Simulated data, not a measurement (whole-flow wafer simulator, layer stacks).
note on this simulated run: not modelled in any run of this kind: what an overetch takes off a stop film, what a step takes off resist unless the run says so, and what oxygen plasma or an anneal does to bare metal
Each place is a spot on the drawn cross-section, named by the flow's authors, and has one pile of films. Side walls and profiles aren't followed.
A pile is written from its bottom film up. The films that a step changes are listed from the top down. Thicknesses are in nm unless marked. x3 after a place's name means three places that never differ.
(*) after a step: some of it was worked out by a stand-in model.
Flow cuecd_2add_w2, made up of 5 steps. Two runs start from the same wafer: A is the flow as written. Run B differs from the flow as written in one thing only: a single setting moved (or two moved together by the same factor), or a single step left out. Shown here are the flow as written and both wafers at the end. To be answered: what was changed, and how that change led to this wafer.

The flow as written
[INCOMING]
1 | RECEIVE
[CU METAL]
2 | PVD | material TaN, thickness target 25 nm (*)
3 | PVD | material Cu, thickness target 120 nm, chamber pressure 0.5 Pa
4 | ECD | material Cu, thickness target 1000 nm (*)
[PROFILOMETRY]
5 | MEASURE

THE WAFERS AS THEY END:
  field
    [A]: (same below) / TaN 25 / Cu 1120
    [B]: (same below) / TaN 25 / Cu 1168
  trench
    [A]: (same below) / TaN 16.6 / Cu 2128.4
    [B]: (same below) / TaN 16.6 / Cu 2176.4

The reason: step 3, PVD: thickness target 168 nm was run, whereas the flow has thickness target 120 nm.

The path from the change to this, step by step:
  3 | PVD | material Cu, thickness target 120 nm, chamber pressure 0.5 Pa
      field: A +120 Cu (new film) | B +168 Cu (new film)
      trench: A +80.8 Cu (new film) | B +112.8 Cu (new film)
